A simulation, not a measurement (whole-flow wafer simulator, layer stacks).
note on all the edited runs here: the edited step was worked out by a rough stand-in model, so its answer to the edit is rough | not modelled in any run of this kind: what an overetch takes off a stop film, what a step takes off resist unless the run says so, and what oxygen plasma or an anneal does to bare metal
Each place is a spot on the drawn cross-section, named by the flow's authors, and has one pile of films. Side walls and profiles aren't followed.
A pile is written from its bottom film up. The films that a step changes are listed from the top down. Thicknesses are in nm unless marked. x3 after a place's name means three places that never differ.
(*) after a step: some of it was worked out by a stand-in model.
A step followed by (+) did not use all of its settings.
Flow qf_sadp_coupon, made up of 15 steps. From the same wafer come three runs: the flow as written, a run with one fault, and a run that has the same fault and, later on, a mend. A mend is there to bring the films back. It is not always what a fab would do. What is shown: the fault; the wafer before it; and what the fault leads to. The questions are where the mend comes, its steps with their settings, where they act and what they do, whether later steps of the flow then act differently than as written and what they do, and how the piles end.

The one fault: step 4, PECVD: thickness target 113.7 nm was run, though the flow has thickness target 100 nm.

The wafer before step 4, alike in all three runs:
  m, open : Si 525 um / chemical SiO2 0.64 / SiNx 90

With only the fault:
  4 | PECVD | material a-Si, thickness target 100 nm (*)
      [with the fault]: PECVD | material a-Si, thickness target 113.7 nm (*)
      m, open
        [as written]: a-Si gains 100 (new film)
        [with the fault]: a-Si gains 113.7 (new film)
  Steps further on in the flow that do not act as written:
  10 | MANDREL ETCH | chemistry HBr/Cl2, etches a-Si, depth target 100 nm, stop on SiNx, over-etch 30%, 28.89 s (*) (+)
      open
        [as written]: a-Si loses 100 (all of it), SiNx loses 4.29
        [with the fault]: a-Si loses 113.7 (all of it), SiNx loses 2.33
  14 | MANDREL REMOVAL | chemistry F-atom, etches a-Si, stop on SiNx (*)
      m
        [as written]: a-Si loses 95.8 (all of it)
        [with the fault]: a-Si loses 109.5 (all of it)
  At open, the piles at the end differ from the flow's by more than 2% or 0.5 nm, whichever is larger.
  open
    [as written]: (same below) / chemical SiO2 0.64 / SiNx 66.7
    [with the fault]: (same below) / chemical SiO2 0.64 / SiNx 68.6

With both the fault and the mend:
  The mend stands after step 4.
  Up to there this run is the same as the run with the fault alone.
  4a | ETCH | chemistry tmah, depth target 130.8 nm
      m, open
        a-Si loses 113.7 (all of it)
  4b | PECVD | material a-Si, thickness target 100 nm (*) (a further turn of the flow's step 4)
      m, open
        a-Si gains 100 (new film)
  Every later step of the flow that is run acts as written at every place that is followed.
  By the end, the piles equal the flow's at every place that both follow.
